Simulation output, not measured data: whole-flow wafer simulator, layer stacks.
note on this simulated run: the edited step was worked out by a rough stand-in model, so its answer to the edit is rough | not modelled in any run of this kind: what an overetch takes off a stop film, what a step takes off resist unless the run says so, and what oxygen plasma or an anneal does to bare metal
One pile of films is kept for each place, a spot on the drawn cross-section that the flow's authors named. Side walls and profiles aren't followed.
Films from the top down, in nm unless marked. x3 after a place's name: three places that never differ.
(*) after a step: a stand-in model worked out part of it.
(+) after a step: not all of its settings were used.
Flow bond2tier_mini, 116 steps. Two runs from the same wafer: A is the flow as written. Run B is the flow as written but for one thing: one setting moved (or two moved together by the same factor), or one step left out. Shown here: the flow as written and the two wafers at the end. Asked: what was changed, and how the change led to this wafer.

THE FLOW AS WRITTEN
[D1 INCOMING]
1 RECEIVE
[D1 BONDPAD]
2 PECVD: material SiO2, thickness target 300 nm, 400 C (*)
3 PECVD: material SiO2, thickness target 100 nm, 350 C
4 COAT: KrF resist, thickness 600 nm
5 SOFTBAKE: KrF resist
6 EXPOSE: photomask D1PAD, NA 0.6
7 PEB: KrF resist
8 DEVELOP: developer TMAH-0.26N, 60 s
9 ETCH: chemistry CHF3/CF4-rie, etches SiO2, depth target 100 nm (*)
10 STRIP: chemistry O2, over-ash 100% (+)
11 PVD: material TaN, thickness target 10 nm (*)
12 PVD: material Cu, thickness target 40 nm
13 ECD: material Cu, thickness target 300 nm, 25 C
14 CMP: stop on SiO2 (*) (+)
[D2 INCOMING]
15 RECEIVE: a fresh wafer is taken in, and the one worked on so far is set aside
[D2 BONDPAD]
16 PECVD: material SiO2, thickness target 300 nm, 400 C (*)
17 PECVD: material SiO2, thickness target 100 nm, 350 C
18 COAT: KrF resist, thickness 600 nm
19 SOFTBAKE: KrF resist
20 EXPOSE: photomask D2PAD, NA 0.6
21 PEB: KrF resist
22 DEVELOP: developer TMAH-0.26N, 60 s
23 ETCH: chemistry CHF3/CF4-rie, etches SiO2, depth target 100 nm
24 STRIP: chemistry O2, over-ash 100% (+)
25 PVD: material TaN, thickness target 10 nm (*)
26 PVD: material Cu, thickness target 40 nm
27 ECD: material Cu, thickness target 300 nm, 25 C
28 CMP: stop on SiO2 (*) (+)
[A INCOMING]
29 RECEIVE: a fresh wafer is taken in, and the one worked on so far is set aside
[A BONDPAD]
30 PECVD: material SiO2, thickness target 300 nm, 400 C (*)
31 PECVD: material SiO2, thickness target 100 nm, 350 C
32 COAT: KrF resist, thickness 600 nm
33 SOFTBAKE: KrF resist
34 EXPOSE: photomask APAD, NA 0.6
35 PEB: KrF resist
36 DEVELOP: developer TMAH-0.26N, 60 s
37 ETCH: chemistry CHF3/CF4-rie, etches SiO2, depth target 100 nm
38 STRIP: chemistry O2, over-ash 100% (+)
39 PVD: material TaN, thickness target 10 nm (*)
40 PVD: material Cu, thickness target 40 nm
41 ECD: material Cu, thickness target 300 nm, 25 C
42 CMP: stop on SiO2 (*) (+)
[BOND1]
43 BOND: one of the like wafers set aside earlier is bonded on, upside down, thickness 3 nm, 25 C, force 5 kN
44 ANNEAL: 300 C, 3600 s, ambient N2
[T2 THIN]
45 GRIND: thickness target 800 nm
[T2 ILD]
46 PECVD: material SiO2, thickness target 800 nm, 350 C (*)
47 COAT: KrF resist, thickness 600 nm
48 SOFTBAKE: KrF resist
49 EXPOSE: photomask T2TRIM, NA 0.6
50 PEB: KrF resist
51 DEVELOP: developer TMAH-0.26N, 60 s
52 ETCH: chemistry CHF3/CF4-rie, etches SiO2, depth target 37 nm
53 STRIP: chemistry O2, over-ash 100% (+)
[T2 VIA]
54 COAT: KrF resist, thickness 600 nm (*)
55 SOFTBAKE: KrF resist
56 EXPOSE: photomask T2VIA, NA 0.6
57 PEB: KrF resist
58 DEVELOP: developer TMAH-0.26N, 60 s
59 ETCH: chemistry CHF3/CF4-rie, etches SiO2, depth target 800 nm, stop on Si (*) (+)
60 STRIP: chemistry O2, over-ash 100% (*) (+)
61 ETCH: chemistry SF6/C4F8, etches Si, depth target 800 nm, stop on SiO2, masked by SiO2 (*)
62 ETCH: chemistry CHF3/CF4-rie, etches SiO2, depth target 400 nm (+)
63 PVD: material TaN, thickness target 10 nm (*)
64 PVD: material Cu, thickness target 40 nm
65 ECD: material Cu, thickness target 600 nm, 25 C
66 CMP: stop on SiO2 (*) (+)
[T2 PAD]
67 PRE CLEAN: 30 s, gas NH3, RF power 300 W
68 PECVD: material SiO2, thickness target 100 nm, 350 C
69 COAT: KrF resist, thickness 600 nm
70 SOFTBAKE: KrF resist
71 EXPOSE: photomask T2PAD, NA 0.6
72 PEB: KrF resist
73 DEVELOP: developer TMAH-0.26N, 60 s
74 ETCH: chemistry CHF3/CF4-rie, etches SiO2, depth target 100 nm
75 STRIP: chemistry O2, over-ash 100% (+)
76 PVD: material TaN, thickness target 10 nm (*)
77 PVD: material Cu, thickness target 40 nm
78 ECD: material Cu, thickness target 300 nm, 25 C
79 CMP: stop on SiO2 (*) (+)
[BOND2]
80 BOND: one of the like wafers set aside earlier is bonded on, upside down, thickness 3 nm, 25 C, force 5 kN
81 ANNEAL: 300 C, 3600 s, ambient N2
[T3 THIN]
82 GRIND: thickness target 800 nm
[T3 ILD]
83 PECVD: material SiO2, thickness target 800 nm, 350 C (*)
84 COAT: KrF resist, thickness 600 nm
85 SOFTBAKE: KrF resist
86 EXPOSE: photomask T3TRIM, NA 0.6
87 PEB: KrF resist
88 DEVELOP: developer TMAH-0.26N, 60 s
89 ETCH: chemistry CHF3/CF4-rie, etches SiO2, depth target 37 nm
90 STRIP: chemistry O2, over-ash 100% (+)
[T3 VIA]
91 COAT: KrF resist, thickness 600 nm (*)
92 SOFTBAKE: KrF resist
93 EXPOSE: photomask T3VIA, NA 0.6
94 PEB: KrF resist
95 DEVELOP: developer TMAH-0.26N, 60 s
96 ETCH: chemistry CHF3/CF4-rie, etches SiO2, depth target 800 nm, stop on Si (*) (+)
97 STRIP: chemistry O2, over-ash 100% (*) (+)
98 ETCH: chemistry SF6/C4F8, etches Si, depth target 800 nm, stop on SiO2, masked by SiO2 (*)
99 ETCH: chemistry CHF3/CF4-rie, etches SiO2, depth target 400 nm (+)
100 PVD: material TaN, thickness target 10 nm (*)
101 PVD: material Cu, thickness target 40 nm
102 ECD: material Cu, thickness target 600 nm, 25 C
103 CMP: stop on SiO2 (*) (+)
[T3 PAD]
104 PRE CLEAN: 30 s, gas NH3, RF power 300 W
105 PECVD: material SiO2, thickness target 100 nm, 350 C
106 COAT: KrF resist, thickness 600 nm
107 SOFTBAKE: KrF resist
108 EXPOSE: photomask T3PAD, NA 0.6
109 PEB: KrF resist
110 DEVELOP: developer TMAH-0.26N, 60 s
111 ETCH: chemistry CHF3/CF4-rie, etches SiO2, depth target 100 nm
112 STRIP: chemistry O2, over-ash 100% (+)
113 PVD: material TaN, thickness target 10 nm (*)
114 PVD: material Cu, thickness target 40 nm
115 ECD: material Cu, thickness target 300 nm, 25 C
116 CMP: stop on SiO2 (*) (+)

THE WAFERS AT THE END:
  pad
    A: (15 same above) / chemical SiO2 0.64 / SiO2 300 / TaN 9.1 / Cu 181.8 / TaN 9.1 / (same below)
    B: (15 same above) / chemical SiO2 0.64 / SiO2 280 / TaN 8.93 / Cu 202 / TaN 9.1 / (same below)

The cause: step 9, ETCH: depth target 120 nm was run, where the flow has depth target 100 nm.

How the change led to this, step by step:
  9 ETCH: chemistry CHF3/CF4-rie, etches SiO2, depth target 100 nm (*)
      pad, via: A SiO2 -100 | B SiO2 -120
      field: A KrF resist -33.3 | B KrF resist -40
  13 ECD: material Cu, thickness target 300 nm, 25 C
      pad: A Cu +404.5 | B Cu +425.3
      via: A Cu +400.2 | B Cu +420.3
  43 BOND: one of the like wafers set aside earlier is bonded on, upside down, thickness 3 nm, 25 C, force 5 kN
      pad: A Si +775 um (new film), chemical SiO2 +0.64 (new film), SiO2 +300 (new film), TaN +9.1 (new film), Cu +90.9 | B Si +775 um (new film), chemical SiO2 +0.64 (new film), SiO2 +280 (new film), TaN +8.93 (new film), Cu +111.1
      via: A Si +775 um (new film), chemical SiO2 +0.64 (new film), SiO2 +300 (new film), TaN +9.97 (new film), Cu +90 | B Si +775 um (new film), chemical SiO2 +0.64 (new film), SiO2 +280 (new film), TaN +9.95 (new film), Cu +110
